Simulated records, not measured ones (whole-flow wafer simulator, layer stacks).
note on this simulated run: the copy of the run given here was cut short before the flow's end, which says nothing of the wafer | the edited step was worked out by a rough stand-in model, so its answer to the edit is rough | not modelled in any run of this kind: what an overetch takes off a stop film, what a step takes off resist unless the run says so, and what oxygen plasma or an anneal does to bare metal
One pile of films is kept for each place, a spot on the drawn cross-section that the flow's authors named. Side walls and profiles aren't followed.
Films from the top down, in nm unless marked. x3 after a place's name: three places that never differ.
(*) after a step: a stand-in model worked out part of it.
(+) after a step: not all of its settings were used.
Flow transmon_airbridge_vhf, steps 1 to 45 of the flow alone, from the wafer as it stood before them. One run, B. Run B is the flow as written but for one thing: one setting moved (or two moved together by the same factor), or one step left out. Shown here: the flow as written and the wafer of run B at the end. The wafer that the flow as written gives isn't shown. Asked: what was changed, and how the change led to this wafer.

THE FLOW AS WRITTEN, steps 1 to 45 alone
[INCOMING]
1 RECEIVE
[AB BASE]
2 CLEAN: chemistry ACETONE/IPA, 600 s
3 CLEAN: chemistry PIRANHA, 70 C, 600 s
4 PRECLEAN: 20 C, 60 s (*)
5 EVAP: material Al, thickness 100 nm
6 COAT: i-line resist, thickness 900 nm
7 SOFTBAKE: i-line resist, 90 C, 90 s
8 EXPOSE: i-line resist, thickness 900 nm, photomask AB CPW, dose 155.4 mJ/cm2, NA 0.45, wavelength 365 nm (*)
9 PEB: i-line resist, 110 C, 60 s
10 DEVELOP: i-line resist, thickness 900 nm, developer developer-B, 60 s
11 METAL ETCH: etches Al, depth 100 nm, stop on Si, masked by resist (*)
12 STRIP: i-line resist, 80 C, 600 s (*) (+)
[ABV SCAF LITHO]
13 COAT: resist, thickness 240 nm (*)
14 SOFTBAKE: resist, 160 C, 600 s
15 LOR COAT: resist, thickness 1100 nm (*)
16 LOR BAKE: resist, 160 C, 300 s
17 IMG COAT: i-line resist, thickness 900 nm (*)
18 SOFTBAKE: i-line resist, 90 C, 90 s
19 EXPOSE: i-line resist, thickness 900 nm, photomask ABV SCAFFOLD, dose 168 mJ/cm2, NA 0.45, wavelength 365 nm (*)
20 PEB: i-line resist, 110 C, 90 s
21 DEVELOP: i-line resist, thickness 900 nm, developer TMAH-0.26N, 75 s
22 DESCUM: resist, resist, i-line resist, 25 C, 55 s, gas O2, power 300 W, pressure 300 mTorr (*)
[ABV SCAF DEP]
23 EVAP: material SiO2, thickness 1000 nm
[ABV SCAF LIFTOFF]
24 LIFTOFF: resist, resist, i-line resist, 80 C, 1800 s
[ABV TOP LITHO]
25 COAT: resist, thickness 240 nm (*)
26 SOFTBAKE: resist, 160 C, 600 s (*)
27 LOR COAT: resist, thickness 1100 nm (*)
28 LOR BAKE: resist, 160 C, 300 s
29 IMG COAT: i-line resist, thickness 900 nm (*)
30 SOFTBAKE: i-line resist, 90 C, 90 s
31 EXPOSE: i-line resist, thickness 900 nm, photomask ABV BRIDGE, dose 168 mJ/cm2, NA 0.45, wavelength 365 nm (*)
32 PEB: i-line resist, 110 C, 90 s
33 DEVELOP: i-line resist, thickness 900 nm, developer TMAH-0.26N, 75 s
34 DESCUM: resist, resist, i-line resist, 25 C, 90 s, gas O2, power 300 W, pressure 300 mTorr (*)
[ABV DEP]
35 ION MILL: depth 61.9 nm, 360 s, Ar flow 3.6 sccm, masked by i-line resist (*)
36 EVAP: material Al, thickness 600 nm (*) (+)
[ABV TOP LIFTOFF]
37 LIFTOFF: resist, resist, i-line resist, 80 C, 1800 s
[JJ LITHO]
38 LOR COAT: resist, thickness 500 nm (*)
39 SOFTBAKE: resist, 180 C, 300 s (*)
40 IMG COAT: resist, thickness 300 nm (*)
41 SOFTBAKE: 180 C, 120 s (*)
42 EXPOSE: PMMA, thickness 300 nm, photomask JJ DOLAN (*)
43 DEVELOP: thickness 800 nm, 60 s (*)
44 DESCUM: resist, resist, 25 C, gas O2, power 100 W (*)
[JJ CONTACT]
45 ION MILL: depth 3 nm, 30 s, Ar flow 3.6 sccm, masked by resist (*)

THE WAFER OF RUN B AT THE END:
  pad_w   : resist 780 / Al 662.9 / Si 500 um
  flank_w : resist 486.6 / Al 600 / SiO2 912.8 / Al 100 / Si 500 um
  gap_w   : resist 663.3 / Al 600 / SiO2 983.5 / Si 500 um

The cause: step 35, ION MILL: depth 28.47 nm was run, where the flow has depth 61.9 nm; step 35, ION MILL: 165.6 s was run, where the flow has 360 s.

How the change led to this, step by step:
  35 ION MILL: depth 61.9 nm, 360 s, Ar flow 3.6 sccm, masked by i-line resist (*)
      field x3, jj_line, ground_far, trace_open_s x2, margin_s, margin_n: i-line resist -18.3 (as written it would be: i-line resist -39.7)
      flank_w, gap_w, cpw_trace, gap_e, flank_e, bridge_strip: SiO2 -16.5 (as written it would be: SiO2 -36)
      (and at 2 more places)
  37 LIFTOFF: resist, resist, i-line resist, 80 C, 1800 s
      field x3, jj_line, trace_open_s x2: Al -600 (all of it), i-line resist -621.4 (all of it), resist -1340 (all of it) (as written it would be: Al -600 (all of it), i-line resist -600 (all of it), resist -1340 (all of it))
      margin_s, margin_n: Al -600 (all of it), i-line resist -339.7 (all of it), resist -992 (all of it) (as written it would be: Al -600 (all of it), i-line resist -318.3 (all of it), resist -992 (all of it))
      (and at 1 more place)
